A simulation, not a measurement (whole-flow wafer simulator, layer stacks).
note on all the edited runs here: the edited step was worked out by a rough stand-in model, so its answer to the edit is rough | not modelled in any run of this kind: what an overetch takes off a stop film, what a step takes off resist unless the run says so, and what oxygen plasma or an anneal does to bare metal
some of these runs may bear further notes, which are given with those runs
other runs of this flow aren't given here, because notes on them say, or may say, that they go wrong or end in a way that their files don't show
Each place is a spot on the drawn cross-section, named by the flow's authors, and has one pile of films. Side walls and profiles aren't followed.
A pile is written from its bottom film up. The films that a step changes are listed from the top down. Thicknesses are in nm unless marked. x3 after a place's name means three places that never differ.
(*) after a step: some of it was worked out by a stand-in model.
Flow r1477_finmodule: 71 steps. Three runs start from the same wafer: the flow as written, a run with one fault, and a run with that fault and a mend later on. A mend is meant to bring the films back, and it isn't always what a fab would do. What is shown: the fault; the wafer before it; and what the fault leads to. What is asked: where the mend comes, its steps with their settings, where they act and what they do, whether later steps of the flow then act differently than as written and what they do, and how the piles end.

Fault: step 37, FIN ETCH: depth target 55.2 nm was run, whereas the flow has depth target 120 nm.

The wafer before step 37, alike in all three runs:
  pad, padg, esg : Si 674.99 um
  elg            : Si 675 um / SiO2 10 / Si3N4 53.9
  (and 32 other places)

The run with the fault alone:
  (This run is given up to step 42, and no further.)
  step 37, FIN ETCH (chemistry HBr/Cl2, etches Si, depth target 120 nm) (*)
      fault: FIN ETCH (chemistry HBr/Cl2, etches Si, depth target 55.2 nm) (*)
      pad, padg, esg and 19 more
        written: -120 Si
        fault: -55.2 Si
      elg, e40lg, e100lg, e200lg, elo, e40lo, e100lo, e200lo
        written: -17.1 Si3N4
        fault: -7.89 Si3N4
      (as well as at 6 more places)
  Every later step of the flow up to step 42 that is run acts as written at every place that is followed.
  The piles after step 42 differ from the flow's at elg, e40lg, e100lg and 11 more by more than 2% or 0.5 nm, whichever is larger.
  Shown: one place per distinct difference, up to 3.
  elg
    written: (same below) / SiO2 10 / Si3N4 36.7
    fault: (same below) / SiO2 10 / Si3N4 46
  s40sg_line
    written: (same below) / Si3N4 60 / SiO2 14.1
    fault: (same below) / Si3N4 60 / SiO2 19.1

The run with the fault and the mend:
  After step 38 comes the mend.
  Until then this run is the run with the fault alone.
  step 38a, FIN ETCH (chemistry HBr/Cl2, etches Si, depth target 64.8 nm) (*) (a further turn of the flow's step 37, with different settings)
      pad, padg, esg and 19 more
        -64.8 Si
      elg, e40lg, e100lg, e200lg, elo, e40lo, e100lo, e200lo
        -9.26 Si3N4
      s40sg_line, s45sg_line, s50sg_line, s40so_line, s45so_line, s50so_line
        -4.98 SiO2
  Every later step of the flow that is run acts as written at every place that is followed.
  The piles end the same as the flow's at every place that both follow.
